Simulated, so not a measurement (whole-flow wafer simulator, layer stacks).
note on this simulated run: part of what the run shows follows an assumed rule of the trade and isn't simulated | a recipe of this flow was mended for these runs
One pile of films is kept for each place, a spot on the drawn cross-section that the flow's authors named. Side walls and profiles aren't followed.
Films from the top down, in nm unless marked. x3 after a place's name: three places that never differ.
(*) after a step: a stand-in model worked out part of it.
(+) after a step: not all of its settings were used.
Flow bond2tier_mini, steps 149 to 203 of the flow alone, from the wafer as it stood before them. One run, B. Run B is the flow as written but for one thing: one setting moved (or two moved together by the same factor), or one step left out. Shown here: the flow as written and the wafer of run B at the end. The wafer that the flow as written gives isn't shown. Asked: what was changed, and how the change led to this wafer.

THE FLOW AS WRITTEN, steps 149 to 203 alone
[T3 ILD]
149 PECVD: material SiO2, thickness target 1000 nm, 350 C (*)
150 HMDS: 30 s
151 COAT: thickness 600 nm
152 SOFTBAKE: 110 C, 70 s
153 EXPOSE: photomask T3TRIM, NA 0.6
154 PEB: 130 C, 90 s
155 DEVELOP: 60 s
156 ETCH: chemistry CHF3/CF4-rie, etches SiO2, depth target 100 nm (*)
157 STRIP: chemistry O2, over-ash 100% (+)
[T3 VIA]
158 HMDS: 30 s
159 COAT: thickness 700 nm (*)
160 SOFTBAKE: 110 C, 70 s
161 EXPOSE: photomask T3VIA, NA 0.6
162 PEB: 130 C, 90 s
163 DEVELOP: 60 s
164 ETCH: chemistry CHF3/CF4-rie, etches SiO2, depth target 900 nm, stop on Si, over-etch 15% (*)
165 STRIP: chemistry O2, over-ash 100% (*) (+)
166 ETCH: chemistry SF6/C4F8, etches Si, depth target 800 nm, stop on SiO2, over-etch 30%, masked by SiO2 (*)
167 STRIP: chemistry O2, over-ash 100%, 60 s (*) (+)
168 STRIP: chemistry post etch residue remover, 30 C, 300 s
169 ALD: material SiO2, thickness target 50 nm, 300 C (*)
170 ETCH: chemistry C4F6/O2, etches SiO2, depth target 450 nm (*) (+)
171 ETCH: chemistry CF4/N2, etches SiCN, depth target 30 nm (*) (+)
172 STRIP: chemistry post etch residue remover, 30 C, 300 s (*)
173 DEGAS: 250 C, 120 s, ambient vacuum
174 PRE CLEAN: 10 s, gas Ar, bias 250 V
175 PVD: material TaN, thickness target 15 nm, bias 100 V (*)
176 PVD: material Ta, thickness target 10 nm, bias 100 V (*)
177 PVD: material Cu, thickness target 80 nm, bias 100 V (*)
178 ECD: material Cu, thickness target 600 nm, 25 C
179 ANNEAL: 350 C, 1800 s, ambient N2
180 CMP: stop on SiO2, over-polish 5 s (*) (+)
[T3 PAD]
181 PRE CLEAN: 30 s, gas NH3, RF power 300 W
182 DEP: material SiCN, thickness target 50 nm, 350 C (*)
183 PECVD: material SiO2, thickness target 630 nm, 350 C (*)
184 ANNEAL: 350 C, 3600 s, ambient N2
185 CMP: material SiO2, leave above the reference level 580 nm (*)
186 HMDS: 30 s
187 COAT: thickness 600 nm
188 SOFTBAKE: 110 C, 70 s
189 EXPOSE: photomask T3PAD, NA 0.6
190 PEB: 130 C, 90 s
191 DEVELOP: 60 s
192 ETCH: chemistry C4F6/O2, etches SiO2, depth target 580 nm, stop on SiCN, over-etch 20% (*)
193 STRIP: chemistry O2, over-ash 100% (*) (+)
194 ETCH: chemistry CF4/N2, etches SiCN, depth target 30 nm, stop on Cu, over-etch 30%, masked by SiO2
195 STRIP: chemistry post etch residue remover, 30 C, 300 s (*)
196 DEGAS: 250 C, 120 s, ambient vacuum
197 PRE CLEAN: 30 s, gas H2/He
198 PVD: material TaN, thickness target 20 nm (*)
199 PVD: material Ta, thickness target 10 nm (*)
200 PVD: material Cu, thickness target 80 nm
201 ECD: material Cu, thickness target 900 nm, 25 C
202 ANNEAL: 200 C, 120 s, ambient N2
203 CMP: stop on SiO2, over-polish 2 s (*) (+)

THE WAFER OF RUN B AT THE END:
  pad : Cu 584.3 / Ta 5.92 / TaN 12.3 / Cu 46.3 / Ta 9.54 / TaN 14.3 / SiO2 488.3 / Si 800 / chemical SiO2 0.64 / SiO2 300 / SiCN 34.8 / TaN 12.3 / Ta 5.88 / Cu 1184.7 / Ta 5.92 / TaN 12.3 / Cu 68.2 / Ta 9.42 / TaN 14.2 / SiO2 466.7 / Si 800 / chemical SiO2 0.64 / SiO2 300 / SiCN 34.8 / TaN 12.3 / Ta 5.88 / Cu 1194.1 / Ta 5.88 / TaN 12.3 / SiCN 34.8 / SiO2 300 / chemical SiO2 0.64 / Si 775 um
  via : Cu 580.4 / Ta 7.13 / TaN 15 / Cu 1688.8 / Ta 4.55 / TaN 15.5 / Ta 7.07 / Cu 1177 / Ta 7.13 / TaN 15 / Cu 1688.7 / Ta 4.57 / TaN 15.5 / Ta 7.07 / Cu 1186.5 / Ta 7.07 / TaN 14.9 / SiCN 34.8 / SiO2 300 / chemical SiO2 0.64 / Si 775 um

The cause: step 156, ETCH: depth target 78.4 nm was run, where the flow has depth target 100 nm.

How the change led to this, step by step:
  156 ETCH: chemistry CHF3/CF4-rie, etches SiO2, depth target 100 nm (*)
      pad, via: SiO2 -78.4 (as written it would be: SiO2 -100)
      field: thick-KrF-resist -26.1 (as written it would be: thick-KrF-resist -33.3)
  164 ETCH: chemistry CHF3/CF4-rie, etches SiO2, depth target 900 nm, stop on Si, over-etch 15% (*)
      via: SiO2 -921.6 (all of it), Si -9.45 (as written it would be: SiO2 -900 (all of it), Si -11.2)
  165 STRIP: chemistry O2, over-ash 100% (*) (+)
      field: thick-KrF-resist -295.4 (all of it) (as written it would be: thick-KrF-resist -286.6 (all of it))
      pad: thick-KrF-resist -363.7 (all of it) (as written it would be: thick-KrF-resist -372.9 (all of it))
  178 ECD: material Cu, thickness target 600 nm, 25 C
      pad: Cu +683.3 (as written it would be: Cu +706.1)
